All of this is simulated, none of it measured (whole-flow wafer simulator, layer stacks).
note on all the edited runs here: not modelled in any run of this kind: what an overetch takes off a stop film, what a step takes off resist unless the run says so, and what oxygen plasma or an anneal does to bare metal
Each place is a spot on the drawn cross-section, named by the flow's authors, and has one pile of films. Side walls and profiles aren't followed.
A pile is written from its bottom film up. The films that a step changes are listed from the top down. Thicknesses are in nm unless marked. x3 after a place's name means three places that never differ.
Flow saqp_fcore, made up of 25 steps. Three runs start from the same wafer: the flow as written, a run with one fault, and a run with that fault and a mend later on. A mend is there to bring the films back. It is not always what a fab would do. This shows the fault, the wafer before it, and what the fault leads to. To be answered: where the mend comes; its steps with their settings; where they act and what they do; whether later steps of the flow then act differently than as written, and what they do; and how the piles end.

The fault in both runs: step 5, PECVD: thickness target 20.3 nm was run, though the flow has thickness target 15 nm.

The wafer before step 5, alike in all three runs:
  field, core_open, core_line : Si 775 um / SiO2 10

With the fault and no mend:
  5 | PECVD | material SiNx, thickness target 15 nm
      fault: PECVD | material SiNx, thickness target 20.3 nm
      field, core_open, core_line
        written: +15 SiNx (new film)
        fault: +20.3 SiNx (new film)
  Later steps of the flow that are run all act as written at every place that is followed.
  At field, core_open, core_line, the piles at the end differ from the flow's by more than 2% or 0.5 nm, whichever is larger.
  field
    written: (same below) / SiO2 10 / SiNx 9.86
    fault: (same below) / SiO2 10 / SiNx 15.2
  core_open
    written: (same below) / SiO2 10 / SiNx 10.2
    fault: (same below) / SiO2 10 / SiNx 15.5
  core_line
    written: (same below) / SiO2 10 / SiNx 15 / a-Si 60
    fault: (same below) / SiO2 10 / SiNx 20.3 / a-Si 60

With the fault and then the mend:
  The mend follows step 5.
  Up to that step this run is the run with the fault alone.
  5a | ETCH | chemistry h3po4, depth target 23.34 nm
      field, core_open, core_line
        -20.3 SiNx (all of it)
  5b | PECVD | material SiNx, thickness target 15 nm (the flow's step 5 again)
      field, core_open, core_line
        +15 SiNx (new film)
  Later steps of the flow that are run all act as written at every place that is followed.
  The piles end the same as the flow's at every place that both follow.
